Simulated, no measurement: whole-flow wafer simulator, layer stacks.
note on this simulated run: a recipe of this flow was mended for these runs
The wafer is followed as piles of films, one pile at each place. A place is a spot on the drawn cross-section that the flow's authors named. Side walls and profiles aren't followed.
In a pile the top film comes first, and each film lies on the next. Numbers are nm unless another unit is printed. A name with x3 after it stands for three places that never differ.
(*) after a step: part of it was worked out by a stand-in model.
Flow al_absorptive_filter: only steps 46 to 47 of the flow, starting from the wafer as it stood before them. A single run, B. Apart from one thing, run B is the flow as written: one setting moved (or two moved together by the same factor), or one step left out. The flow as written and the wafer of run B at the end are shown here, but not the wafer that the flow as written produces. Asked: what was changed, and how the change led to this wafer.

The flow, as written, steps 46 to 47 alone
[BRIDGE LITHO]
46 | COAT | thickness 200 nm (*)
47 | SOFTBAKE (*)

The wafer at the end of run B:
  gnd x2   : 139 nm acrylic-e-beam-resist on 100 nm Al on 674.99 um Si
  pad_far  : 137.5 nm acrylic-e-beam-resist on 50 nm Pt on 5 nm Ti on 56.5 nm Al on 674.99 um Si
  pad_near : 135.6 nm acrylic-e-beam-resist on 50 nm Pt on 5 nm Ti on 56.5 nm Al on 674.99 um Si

What caused this: step 46, COAT: thickness 139 nm was run, whereas the flow has thickness 200 nm.
The wafer itself shows it: gnd x2 has acrylic-e-beam-resist 139, and step 46 as written asks for 200 nm.

Step by step, how the change led to this:
  46 | COAT | thickness 200 nm (*)
      gnd x2, idc_field: +139 acrylic-e-beam-resist (new film) (as written it would have been: +200 acrylic-e-beam-resist (new film))
      pad_far: +137.5 acrylic-e-beam-resist (new film) (as written it would have been: +198.5 acrylic-e-beam-resist (new film))
      (also at 10 further places)
